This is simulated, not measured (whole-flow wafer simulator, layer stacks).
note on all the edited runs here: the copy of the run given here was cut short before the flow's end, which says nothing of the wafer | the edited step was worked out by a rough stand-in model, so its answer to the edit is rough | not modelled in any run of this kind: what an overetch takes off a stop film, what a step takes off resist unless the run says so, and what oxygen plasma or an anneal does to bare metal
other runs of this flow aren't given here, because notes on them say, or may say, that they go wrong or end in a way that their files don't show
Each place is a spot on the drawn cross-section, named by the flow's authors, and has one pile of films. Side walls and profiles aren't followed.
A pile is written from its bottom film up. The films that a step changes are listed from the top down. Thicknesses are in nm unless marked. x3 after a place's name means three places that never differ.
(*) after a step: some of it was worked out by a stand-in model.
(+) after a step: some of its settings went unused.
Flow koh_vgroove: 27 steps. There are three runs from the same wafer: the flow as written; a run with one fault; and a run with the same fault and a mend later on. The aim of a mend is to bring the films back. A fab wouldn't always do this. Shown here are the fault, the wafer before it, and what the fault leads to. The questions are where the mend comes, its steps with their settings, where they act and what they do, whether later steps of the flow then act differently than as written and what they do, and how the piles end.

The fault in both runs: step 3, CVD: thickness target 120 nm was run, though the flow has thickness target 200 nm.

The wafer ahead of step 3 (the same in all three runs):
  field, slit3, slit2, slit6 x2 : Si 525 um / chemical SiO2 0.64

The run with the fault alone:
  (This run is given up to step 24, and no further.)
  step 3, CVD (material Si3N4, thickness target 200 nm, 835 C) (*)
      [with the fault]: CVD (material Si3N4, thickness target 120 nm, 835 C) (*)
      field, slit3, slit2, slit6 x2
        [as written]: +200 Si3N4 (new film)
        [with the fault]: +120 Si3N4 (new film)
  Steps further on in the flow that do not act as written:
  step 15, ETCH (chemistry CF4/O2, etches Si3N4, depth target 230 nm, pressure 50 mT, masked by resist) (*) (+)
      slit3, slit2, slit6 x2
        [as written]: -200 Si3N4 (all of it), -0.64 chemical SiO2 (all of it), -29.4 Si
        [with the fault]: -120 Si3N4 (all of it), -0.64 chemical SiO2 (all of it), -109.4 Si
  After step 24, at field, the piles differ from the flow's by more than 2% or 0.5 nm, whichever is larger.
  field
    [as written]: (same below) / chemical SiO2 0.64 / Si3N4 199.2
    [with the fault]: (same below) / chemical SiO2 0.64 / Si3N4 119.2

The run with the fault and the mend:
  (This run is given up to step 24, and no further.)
  After step 4 comes the mend.
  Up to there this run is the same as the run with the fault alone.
  step 4a, CVD (material Si3N4, thickness target 80 nm, 835 C) (*) (a further turn of the flow's step 3, with different settings)
      field, slit3, slit2, slit6 x2
        +80 Si3N4
  Every later step of the flow up to step 24 that is run acts as written at every place that is followed.
  Once step 24 is done, the piles equal the flow's at every place that both follow.
